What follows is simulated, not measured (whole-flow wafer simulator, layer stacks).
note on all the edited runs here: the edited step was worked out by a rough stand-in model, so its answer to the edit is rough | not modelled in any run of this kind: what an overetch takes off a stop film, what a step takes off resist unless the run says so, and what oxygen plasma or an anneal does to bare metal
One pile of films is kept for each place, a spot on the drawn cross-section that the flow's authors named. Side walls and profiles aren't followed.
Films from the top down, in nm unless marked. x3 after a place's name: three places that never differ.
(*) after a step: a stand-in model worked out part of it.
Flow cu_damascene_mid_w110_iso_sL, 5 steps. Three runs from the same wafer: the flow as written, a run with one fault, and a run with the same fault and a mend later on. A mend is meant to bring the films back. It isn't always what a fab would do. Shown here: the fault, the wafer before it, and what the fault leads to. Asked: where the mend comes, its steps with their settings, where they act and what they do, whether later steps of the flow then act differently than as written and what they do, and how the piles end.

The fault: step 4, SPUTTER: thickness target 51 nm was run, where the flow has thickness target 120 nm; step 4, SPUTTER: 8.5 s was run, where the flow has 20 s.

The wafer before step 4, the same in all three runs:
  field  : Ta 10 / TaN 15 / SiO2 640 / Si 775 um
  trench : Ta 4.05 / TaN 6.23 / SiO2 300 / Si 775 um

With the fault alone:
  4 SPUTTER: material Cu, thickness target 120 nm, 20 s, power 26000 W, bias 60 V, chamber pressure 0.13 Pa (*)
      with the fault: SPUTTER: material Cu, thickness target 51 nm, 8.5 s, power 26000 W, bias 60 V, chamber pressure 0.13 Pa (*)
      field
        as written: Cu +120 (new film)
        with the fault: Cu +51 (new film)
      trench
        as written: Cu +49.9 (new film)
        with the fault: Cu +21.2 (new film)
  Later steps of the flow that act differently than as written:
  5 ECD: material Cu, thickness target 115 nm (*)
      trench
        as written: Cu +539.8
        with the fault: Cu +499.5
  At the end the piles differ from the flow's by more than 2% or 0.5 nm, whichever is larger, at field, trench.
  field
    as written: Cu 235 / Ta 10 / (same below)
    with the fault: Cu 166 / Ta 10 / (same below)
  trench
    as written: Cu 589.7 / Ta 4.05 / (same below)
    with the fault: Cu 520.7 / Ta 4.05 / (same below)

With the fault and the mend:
  The mend comes after step 4.
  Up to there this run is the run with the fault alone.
  4a SPUTTER: material Cu, thickness target 69 nm, 11.5 s, power 26000 W, bias 60 V, chamber pressure 0.13 Pa (*) (the flow's step 4 once more, with other settings)
      field
        Cu +69
      trench
        Cu +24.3
  No later step of the flow acts differently than as written, at any place that is followed, by more than 2% or 0.5 nm, whichever is larger.
  At the end the piles are the same as the flow's at every place that both follow.
